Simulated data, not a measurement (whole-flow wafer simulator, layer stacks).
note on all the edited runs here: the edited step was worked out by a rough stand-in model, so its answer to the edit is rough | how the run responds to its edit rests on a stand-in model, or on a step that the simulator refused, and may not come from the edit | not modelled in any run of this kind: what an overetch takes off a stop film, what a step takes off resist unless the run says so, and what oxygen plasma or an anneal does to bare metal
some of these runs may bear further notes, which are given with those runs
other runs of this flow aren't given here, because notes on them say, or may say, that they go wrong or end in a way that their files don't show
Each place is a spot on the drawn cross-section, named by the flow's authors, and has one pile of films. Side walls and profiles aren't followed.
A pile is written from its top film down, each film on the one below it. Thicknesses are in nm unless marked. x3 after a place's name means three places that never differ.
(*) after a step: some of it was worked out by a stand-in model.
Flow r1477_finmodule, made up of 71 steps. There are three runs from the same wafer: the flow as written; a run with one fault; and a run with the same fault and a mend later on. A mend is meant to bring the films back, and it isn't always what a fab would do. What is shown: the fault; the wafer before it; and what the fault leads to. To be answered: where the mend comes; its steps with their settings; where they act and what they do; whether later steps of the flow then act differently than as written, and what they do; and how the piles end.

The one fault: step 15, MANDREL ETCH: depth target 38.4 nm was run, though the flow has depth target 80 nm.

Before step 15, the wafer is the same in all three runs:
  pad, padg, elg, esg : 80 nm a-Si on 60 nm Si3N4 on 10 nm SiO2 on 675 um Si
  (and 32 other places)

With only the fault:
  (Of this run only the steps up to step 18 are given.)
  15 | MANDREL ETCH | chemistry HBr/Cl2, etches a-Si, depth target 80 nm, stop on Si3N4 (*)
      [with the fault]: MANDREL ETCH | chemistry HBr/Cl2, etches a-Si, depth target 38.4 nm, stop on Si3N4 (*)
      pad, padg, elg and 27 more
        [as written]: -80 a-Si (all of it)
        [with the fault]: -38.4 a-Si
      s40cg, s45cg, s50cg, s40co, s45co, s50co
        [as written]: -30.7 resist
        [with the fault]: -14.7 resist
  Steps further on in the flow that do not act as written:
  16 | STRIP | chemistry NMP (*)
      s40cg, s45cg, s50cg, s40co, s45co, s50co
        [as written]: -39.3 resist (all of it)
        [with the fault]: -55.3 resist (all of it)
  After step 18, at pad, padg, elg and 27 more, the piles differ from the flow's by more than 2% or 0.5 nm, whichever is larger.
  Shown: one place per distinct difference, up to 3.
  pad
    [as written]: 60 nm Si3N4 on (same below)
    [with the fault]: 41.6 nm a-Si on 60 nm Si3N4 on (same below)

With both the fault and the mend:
  After step 16 comes the mend.
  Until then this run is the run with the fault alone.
  16a | DEHYDRATE | 150 C, 120 s (the flow's step 9, run once more)
      leaves every film unchanged at each place that is followed
  16b | COAT | resist, thickness 70 nm (*) (the flow's step 10, run once more)
      pad, padg, elg and 15 more
        +70 resist (new film)
      s40cg, s40co
        +44.7 resist (new film)
      s40sg, s40so
        +82.5 resist (new film)
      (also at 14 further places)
  16c | SOFTBAKE | 180 C, 180 s (*) (the flow's step 11, run once more)
      leaves every film unchanged at each place that is followed
  16d | EXPOSE | resist, photomask FIN MANDREL (the flow's step 12, run once more)
      leaves every film unchanged at each place that is followed
  16e | DEVELOP (*) (the flow's step 13, run once more)
      pad, padg, elg and 15 more
        -70 resist (all of it)
      s40sg, s40so
        -82.5 resist (all of it)
      s40sg_line, s40so_line
        -82.8 resist (all of it)
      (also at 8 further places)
  16f | MANDREL ETCH | chemistry HBr/Cl2, etches a-Si, depth target 41.6 nm, stop on Si3N4 (*) (the flow's step 15, run once more with other settings)
      pad, padg, elg and 27 more
        -41.6 a-Si (all of it)
      s40cg, s45cg, s50cg, s40co, s45co, s50co
        -15.9 resist
  16g | STRIP | chemistry NMP (*) (the flow's step 16, run once more)
      s40cg, s40co
        -28.8 resist (all of it)
      s45cg, s45co
        -30.4 resist (all of it)
      s50cg, s50co
        -31.9 resist (all of it)
  Every later step of the flow that is run acts as written at every place that is followed.
  By the end, the piles equal the flow's at every place that both follow.
